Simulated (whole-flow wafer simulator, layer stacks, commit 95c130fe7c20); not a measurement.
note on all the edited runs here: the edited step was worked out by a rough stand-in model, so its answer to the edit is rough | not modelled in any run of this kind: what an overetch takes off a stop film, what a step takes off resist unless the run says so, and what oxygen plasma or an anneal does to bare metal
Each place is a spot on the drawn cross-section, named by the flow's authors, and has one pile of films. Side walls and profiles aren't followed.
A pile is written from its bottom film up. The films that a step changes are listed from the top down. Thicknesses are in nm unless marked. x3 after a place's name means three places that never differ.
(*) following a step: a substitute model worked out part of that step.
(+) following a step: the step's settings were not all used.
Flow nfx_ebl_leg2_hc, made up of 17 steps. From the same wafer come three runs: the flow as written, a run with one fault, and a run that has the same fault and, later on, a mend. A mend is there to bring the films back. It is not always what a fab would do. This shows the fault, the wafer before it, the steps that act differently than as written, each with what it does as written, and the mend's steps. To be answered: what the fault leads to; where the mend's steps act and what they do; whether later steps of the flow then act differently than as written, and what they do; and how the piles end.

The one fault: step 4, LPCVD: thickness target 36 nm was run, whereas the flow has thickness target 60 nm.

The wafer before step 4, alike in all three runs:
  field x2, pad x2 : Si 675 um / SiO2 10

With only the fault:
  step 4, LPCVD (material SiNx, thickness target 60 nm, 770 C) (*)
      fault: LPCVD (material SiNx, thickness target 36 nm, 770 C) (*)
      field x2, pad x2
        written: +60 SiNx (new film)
        fault: +36 SiNx (new film)
  Steps later in the flow that act otherwise than as written:
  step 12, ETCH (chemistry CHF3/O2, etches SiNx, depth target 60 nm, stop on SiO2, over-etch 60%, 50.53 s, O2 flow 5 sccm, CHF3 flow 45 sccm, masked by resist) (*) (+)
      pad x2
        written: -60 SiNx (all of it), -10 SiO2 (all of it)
        fault: -36 SiNx (all of it), -10 SiO2 (all of it)
  By the end, the piles at field x2 depart from the flow's by more than 2% or 0.5 nm, whichever is larger.
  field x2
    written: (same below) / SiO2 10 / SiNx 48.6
    fault: (same below) / SiO2 10 / SiNx 24.6

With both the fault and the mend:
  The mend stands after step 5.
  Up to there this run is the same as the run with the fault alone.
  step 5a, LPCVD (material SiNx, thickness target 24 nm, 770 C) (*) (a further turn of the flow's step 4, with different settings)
      field x2, pad x2
        +24 SiNx
  None of the later steps of the flow acts differently than as written at any place that is followed.
  The piles end the same as the flow's at every place that both follow.
